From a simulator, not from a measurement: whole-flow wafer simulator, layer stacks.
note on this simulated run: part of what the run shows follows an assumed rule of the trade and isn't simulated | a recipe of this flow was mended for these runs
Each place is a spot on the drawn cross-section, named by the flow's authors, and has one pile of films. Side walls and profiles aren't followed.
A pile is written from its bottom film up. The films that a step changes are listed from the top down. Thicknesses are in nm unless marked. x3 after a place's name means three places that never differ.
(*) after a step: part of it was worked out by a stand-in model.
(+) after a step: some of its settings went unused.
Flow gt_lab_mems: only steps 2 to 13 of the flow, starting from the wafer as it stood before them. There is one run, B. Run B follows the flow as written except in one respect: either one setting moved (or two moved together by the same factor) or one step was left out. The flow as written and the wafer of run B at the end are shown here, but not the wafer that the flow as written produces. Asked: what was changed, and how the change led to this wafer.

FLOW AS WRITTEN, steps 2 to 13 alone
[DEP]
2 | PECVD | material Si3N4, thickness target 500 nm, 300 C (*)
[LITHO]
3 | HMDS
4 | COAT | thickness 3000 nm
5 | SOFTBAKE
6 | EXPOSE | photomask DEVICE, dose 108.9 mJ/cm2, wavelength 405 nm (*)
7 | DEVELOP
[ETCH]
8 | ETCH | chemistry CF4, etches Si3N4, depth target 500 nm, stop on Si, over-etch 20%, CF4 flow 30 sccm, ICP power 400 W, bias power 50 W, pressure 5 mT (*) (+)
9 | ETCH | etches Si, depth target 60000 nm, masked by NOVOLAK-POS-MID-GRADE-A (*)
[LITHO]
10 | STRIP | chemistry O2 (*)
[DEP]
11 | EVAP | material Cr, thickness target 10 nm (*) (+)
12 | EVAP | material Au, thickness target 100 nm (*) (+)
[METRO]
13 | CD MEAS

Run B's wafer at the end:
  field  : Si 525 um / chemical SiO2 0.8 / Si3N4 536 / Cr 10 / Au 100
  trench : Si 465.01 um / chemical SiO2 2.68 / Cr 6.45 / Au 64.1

The reason: step 2, PECVD: thickness target 536 nm was run, though the flow has thickness target 500 nm.
The wafer lets one read it off: field has Si3N4 536, and step 2 as written asks for 500 nm.

How this came from the change, step by step:
  2 | PECVD | material Si3N4, thickness target 500 nm, 300 C (*)
      field, trench: Si3N4 gains 536 (new film) (it would be, as written: Si3N4 gains 500 (new film))
  8 | ETCH | chemistry CF4, etches Si3N4, depth target 500 nm, stop on Si, over-etch 20%, CF4 flow 30 sccm, ICP power 400 W, bias power 50 W, pressure 5 mT (*) (+)
      trench: Si3N4 loses 536 (all of it), chemical SiO2 loses 0.8 (all of it), Si loses 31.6 (it would be, as written: Si3N4 loses 500 (all of it), chemical SiO2 loses 0.8 (all of it), Si loses 49.6)
